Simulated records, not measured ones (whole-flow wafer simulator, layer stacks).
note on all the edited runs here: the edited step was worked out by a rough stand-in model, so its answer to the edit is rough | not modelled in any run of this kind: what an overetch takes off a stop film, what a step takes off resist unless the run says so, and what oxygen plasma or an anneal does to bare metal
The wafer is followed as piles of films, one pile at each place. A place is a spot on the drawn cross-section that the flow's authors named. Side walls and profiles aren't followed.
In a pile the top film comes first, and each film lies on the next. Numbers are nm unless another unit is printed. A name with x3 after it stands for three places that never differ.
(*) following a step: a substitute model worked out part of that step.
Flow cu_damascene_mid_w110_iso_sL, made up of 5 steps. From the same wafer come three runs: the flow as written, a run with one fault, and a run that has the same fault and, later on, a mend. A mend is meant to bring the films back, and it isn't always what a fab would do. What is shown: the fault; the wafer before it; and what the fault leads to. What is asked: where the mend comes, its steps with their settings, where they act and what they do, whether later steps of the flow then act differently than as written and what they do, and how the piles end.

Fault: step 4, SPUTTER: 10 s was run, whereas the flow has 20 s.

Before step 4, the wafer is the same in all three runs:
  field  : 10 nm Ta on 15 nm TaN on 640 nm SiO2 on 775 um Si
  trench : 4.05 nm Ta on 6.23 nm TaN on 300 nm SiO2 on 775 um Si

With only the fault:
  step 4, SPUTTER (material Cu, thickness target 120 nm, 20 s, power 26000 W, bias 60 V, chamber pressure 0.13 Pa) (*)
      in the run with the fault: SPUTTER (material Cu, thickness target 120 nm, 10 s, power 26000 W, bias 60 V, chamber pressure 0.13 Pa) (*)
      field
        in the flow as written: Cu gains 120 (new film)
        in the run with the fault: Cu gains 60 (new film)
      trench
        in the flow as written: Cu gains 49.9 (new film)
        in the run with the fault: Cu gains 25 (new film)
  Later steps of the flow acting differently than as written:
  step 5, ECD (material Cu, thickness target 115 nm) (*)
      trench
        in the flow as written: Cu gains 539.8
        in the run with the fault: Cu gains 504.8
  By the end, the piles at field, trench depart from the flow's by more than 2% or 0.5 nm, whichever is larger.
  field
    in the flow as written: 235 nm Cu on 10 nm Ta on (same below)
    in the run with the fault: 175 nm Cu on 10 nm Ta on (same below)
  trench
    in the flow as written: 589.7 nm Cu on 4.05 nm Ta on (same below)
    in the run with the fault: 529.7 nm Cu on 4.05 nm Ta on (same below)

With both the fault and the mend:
  After step 4 comes the mend.
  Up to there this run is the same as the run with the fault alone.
  step 4a, SPUTTER (material Cu, thickness target 120 nm, 10 s, power 26000 W, bias 60 V, chamber pressure 0.13 Pa) (*) (the flow's step 4 again, with other settings)
      field
        Cu gains 60
      trench
        Cu gains 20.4
  Every later step of the flow that is run acts as written, at every place that is followed, to within 2% or 0.5 nm, whichever is larger.
  By the end, the piles equal the flow's at every place that both follow.
